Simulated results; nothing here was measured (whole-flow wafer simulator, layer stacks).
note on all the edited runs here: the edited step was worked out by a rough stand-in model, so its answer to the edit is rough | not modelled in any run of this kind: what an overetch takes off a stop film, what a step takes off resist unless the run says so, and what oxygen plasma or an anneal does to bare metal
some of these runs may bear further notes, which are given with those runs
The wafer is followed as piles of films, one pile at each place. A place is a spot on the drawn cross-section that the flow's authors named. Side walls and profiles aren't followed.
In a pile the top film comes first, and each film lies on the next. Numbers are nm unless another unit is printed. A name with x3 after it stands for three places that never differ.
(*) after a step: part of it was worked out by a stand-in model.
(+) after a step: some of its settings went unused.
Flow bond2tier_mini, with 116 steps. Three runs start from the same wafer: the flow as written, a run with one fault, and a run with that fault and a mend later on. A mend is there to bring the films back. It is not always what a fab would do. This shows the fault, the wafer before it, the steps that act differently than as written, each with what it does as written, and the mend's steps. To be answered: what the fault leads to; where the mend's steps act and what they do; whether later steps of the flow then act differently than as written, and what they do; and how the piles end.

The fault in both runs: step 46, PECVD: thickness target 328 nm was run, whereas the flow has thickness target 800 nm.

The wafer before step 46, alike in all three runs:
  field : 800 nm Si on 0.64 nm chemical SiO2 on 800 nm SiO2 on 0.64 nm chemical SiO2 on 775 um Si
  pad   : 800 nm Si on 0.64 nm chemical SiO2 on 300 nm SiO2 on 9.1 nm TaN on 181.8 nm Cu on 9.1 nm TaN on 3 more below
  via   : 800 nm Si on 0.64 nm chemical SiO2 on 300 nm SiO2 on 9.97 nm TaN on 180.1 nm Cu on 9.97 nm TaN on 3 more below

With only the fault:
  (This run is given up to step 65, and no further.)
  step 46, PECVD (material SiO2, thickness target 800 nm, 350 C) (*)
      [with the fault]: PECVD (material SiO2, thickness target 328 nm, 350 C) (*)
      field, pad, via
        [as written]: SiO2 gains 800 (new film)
        [with the fault]: SiO2 gains 328 (new film)
  Steps further on in the flow that do not act as written (1 more step, not shown, differs only slightly: by at most 2% or 0.5 nm, whichever is larger):
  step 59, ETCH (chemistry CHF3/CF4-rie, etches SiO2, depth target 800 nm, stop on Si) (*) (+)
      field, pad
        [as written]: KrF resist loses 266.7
        [with the fault]: KrF resist loses 145.5
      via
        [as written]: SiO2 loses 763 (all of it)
        [with the fault]: SiO2 loses 291 (all of it)
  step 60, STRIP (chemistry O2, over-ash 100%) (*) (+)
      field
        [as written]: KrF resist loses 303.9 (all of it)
        [with the fault]: KrF resist loses 425.1 (all of it)
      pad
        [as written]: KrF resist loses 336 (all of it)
        [with the fault]: KrF resist loses 457.1 (all of it)
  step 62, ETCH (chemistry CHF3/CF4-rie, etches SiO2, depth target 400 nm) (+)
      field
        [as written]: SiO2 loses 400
        [with the fault]: SiO2 loses 320 (all of it), Si loses 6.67
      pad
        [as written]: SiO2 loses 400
        [with the fault]: SiO2 loses 283 (all of it), Si loses 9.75
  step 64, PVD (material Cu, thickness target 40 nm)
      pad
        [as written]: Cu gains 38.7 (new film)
        [with the fault]: Cu gains 40 (new film)
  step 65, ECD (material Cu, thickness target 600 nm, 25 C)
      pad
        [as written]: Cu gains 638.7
        [with the fault]: Cu gains 603.1
  After step 65, at field, pad, the piles differ from the flow's by more than 2% or 0.5 nm, whichever is larger.
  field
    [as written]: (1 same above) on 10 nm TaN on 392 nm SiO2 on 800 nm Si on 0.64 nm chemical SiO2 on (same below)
    [with the fault]: (1 same above) on 10 nm TaN on 793.3 nm Si on 0.64 nm chemical SiO2 on (same below)
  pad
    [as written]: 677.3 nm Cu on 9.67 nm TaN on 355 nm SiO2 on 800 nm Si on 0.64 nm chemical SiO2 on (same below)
    [with the fault]: 643.1 nm Cu on 10 nm TaN on 790.2 nm Si on 0.64 nm chemical SiO2 on (same below)

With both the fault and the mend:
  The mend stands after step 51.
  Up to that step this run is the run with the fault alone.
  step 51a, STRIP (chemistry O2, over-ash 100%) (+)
      field
        KrF resist loses 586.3 (all of it)
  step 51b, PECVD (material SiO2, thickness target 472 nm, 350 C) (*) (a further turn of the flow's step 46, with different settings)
      field, pad, via
        SiO2 gains 472
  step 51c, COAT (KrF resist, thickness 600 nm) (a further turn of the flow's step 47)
      field, pad, via
        KrF resist gains 600 (new film)
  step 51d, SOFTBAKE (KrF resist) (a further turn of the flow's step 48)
      does not change any film at any place that is followed
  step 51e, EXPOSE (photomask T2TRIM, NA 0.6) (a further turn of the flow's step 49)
      does not change any film at any place that is followed
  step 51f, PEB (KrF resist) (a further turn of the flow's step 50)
      does not change any film at any place that is followed
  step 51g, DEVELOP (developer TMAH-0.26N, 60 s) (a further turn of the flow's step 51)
      pad, via
        KrF resist loses 600 (all of it)
      field
        KrF resist loses 13.7
  None of the later steps of the flow acts differently than as written at any place that is followed.
  By the end, the piles equal the flow's at every place that both follow.
